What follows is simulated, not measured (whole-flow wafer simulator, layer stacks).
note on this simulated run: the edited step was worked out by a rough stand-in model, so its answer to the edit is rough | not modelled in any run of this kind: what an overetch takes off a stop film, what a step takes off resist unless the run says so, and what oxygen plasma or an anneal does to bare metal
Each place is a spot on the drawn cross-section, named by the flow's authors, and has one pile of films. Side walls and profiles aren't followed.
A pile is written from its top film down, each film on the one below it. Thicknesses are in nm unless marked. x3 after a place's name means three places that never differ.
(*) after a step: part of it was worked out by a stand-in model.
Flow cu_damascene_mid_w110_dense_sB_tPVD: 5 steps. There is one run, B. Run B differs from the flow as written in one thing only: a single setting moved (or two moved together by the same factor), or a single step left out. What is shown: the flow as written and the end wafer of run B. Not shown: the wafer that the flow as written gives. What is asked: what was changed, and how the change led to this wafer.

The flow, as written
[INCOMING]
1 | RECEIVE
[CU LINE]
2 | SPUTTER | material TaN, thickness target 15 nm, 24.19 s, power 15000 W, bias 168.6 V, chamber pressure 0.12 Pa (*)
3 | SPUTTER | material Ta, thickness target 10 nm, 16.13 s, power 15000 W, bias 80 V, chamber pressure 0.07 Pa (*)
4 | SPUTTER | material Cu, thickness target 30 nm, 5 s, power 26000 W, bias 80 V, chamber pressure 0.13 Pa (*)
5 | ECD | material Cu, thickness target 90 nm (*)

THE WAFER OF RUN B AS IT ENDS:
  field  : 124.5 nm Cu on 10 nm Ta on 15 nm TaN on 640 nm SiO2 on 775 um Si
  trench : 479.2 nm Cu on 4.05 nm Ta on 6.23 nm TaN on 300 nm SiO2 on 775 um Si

The reason: step 4, SPUTTER: thickness target 34.5 nm was run, though the flow has thickness target 30 nm.

Step by step, how the change led to this:
  4 | SPUTTER | material Cu, thickness target 30 nm, 5 s, power 26000 W, bias 80 V, chamber pressure 0.13 Pa (*)
      field: Cu gains 34.5 (new film) (it would be, as written: Cu gains 30 (new film))
      trench: Cu gains 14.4 (new film) (it would be, as written: Cu gains 12.5 (new film))
